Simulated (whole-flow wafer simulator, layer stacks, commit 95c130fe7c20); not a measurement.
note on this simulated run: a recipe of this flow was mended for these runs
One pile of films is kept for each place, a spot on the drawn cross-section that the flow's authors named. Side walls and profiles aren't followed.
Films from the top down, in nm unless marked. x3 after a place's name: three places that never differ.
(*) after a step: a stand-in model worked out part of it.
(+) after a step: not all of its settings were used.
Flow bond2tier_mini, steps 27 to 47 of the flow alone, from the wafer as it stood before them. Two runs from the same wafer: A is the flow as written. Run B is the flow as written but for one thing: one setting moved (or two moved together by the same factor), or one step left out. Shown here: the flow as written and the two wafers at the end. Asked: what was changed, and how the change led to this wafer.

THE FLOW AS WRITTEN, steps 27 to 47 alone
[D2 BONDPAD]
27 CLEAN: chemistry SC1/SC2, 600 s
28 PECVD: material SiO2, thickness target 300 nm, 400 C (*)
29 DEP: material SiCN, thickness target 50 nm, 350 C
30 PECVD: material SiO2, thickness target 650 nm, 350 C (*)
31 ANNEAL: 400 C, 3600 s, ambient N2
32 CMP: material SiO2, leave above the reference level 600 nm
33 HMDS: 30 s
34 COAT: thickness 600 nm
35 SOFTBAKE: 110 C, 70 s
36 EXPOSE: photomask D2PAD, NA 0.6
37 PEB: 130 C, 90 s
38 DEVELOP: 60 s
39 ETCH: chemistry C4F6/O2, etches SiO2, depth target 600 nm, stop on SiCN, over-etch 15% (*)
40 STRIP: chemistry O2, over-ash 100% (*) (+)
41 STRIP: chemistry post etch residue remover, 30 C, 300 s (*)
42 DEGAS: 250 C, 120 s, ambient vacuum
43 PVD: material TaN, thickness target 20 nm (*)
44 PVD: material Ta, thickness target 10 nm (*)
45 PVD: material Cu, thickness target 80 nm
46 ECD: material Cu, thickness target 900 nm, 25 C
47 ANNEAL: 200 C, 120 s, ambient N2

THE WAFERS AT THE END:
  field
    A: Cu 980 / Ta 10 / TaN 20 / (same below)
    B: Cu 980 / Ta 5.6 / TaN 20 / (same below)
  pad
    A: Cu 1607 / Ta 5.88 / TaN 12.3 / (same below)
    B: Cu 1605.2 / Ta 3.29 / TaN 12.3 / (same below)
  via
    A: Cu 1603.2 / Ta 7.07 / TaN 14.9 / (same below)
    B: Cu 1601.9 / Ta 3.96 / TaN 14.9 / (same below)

The cause: step 44, PVD: thickness target 5.6 nm was run, where the flow has thickness target 10 nm.
It can be read off the wafer: field has Ta 5.6, and step 44 as written asks for 10 nm.

How the change led to this, step by step:
  44 PVD: material Ta, thickness target 10 nm (*)
      field: A Ta +10 (new film) | B Ta +5.6 (new film)
      pad: A Ta +5.88 (new film) | B Ta +3.29 (new film)
      (and at 1 more place)
